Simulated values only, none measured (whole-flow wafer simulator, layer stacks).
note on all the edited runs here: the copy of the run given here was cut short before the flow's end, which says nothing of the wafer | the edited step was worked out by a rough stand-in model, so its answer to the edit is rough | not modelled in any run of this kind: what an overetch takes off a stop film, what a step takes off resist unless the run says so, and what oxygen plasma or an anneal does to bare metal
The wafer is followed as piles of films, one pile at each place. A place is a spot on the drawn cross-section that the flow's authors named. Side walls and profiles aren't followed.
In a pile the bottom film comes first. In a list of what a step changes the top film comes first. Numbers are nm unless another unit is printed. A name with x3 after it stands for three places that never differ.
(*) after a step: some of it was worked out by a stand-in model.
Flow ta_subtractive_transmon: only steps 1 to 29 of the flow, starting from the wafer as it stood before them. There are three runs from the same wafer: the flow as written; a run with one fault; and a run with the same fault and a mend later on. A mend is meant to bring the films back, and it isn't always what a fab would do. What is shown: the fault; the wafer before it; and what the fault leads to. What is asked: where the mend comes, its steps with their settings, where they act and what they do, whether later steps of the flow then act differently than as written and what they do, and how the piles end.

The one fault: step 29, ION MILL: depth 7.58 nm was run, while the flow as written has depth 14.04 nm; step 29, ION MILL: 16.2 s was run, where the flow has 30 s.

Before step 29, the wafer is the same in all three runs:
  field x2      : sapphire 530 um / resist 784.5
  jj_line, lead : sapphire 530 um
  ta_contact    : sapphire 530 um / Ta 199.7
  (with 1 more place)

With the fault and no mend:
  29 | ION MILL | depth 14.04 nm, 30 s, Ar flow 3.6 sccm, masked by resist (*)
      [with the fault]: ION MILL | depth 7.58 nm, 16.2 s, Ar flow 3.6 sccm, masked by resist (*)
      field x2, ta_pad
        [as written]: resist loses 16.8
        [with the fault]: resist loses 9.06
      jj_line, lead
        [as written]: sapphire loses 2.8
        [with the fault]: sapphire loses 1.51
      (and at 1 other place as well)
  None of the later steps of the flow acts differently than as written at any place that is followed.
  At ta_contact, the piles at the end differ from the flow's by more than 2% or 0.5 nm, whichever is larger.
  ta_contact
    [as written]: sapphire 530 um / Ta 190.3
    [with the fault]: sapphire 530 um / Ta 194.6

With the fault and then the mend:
  The mend follows step 29.
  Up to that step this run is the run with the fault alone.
  29a | ION MILL | depth 6.457 nm, 13.8 s, Ar flow 3.6 sccm, masked by resist (*) (a further turn of the flow's step 29, with different settings)
      field x2, ta_pad
        resist loses 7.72
      jj_line, lead
        sapphire loses 1.29
      ta_contact
        Ta loses 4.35
  None of the later steps of the flow acts differently than as written at any place that is followed.
  At every place that both follow, the piles at the end match the flow's.
